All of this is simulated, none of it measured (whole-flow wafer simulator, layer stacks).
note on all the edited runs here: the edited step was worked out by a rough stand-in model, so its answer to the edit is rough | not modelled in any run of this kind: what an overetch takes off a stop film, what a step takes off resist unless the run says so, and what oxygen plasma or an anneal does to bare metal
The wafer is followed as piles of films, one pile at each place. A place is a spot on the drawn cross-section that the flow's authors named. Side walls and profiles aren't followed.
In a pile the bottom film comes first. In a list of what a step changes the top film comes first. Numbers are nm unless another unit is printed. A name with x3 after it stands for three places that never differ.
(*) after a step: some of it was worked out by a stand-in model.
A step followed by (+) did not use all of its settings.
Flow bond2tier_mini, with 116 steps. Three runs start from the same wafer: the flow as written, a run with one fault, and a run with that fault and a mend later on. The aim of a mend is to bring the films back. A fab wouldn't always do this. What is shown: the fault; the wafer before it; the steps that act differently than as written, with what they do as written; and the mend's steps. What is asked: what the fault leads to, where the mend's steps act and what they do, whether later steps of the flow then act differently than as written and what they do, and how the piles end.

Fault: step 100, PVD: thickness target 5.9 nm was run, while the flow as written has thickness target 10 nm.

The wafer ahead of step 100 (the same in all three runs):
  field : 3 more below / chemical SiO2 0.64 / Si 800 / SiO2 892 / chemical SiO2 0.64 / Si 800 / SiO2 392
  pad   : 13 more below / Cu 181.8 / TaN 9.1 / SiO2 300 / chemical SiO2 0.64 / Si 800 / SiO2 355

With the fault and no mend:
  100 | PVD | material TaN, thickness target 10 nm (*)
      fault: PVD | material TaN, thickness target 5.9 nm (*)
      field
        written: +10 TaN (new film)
        fault: +5.9 TaN (new film)
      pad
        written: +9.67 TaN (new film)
        fault: +5.7 TaN (new film)
  Steps later in the flow that act otherwise than as written (not shown: 1 more step that differs only slightly, by at most 2% or 0.5 nm, whichever is larger):
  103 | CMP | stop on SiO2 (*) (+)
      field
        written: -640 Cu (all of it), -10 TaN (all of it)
        fault: -640 Cu (all of it), -5.9 TaN (all of it)
  At pad, the piles at the end differ from the flow's by more than 2% or 0.5 nm, whichever is larger.
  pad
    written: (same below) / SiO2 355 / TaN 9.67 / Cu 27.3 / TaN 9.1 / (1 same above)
    fault: (same below) / SiO2 355 / TaN 5.7 / Cu 31.3 / TaN 9.1 / (1 same above)

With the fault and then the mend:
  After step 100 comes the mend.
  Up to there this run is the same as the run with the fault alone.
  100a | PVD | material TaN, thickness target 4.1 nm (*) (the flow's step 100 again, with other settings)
      field
        +4.1 TaN
      pad
        +3.96 TaN
  Every later step of the flow that is run acts as written at every place that is followed.
  The piles end only slightly different from the flow's at the places that both follow, by no more than 2% or 0.5 nm, whichever is larger.
